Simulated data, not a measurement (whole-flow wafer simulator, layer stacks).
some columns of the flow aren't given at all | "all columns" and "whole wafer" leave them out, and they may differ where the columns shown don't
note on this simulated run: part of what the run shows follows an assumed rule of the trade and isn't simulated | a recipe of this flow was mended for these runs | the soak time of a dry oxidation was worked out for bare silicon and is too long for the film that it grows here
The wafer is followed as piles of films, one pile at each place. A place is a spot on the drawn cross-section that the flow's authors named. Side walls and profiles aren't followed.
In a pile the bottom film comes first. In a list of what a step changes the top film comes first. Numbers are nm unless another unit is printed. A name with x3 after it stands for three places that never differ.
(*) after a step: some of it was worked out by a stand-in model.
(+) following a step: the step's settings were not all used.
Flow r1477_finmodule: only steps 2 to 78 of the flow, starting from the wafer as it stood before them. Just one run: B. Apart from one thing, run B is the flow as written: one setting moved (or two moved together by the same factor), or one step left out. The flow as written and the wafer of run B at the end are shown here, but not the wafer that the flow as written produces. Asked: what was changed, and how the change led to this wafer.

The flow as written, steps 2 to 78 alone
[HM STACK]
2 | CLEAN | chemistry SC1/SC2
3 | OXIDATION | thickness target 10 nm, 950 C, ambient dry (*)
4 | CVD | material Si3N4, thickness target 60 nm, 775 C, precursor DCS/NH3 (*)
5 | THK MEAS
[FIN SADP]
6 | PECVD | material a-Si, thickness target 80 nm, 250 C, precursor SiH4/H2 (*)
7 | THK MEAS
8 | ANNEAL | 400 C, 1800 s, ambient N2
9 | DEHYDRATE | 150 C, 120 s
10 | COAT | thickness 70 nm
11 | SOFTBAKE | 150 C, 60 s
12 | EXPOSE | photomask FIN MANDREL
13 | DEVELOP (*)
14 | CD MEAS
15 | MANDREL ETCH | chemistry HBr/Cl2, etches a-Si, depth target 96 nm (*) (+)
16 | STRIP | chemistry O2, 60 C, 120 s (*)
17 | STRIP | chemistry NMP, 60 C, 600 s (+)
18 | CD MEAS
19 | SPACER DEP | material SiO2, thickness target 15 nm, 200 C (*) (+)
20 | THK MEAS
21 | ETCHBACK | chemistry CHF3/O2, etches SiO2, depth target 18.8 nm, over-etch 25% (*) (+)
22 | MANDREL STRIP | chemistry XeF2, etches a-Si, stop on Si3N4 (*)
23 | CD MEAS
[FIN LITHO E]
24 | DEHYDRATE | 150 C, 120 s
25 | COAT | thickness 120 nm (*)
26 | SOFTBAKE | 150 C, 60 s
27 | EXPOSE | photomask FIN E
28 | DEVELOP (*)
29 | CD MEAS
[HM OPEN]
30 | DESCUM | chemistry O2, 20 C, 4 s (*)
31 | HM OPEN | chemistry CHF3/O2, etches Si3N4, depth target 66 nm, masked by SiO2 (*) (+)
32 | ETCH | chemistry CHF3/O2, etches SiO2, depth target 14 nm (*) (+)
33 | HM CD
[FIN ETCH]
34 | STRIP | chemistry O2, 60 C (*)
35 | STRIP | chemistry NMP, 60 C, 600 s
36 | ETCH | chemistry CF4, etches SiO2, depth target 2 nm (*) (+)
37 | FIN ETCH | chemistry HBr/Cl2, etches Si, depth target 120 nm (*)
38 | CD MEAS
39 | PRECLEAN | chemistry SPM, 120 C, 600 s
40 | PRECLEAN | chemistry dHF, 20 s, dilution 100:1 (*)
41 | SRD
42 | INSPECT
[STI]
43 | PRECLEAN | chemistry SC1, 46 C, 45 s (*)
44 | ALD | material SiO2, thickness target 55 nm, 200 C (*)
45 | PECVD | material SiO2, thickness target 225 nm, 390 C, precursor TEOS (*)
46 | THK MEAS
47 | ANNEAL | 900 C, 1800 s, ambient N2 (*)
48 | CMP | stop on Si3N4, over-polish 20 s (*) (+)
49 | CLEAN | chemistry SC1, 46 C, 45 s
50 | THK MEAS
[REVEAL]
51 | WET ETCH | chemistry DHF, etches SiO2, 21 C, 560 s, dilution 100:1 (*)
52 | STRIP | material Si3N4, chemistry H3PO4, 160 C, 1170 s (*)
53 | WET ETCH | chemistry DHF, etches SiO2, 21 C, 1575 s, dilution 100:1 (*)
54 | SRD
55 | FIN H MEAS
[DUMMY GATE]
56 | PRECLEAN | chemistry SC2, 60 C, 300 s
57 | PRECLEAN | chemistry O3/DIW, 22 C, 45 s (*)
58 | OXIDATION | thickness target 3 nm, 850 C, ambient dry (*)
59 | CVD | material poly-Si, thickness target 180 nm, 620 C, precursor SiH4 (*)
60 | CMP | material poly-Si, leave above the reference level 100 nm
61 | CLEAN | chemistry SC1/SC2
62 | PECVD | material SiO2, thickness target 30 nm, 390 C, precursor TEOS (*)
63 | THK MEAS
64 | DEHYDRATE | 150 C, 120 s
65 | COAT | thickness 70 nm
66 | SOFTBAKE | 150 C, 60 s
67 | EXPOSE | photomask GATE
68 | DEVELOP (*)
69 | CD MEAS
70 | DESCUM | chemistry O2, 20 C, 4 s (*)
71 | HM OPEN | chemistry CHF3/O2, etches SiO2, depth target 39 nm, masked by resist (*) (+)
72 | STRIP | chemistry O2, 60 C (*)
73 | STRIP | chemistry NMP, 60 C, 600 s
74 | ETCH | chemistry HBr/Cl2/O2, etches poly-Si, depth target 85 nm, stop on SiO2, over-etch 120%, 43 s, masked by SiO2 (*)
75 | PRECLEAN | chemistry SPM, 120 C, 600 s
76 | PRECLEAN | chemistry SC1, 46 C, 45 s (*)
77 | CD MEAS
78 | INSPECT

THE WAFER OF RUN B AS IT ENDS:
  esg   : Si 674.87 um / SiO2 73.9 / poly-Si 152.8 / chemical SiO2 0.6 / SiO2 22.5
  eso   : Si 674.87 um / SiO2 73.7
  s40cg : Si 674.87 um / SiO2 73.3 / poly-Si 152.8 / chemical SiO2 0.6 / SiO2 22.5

Cause: step 4, CVD: thickness target 53.2 nm was run, though the flow has thickness target 60 nm.

Step by step, how the change led to this:
  4 | CVD | material Si3N4, thickness target 60 nm, 775 C, precursor DCS/NH3 (*)
      pad, padg, elg and 33 more: Si3N4 gains 53.2 (new film) (it would be, as written: Si3N4 gains 60 (new film))
  31 | HM OPEN | chemistry CHF3/O2, etches Si3N4, depth target 66 nm, masked by SiO2 (*) (+)
      pad, padg, esg and 13 more: Si3N4 loses 47.3 (all of it), SiO2 loses 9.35 (it would be, as written: Si3N4 loses 54.1 (all of it), SiO2 loses 5.95)
      s40cg, s45cg, s50cg, s40co, s45co, s50co: Si3N4 loses 53.2 (all of it), SiO2 loses 6.4 (it would be, as written: Si3N4 loses 60 (all of it), SiO2 loses 3)
  32 | ETCH | chemistry CHF3/O2, etches SiO2, depth target 14 nm (*) (+)
      pad, padg, esg and 13 more: SiO2 loses 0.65 (all of it), Si loses 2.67 (it would be, as written: SiO2 loses 4.05 (all of it), Si loses 1.99)
      s40cg, s45cg, s50cg, s40co, s45co, s50co: SiO2 loses 3.6 (all of it), Si loses 2.08 (it would be, as written: SiO2 loses 7 (all of it), Si loses 1.4)
  44 | ALD | material SiO2, thickness target 55 nm, 200 C (*)
      esg, e40sg, e100sg, e200sg, eso, e40so, e100so, e200so: SiO2 gains 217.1 (new film) (it would be, as written: SiO2 gains 223.2 (new film))
      s40cg, s45cg, s50cg, s40co, s45co, s50co: SiO2 gains 257.1 (new film) (it would be, as written: SiO2 gains 263.2 (new film))
      (also at 6 further places)
  48 | CMP | stop on Si3N4, over-polish 20 s (*) (+)
      pad, padg: SiO2 loses 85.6 (it would be, as written: SiO2 loses 79.4)
  52 | STRIP | material Si3N4, chemistry H3PO4, 160 C, 1170 s (*)
      elg, e40lg, e100lg, e200lg, elo, e40lo, e100lo, e200lo: Si3N4 loses 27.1 (all of it), SiO2 loses 2.36 (it would be, as written: Si3N4 loses 33.9 (all of it), SiO2 loses 2.15)
      s40sg_line, s45sg_line, s50sg_line, s40so_line, s45so_line, s50so_line: Si3N4 loses 48.3 (all of it), SiO2 loses 1.7 (it would be, as written: Si3N4 loses 55.1 (all of it), SiO2 loses 1.49)
  59 | CVD | material poly-Si, thickness target 180 nm, 620 C, precursor SiH4 (*)
      esg, e40sg, e100sg and 15 more: poly-Si gains 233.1 (new film) (it would be, as written: poly-Si gains 226.3 (new film))
      e200sg, e200so: poly-Si gains 233.1 (new film) (it would be, as written: poly-Si gains 219.2 (new film))
  60 | CMP | material poly-Si, leave above the reference level 100 nm
      pad, padg: poly-Si loses 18 (it would be, as written: poly-Si loses 24.8)
      e200sg, e200so: poly-Si loses 80 (it would be, as written: poly-Si loses 72.9)
  74 | ETCH | chemistry HBr/Cl2/O2, etches poly-Si, depth target 85 nm, stop on SiO2, over-etch 120%, 43 s, masked by SiO2 (*)
      eso, e40so, e100so and 7 more: chemical SiO2 loses 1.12 (all of it), poly-Si loses 150.7 (all of it), SiO2 loses 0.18 (it would be, as written: chemical SiO2 loses 1.12 (all of it), poly-Si loses 143.9 (all of it), SiO2 loses 0.22)
      pad: chemical SiO2 loses 1.12 (all of it), poly-Si loses 159.6 (all of it), SiO2 loses 0.14 (it would be, as written: chemical SiO2 loses 1.12 (all of it), poly-Si loses 152.8 (all of it), SiO2 loses 0.17)
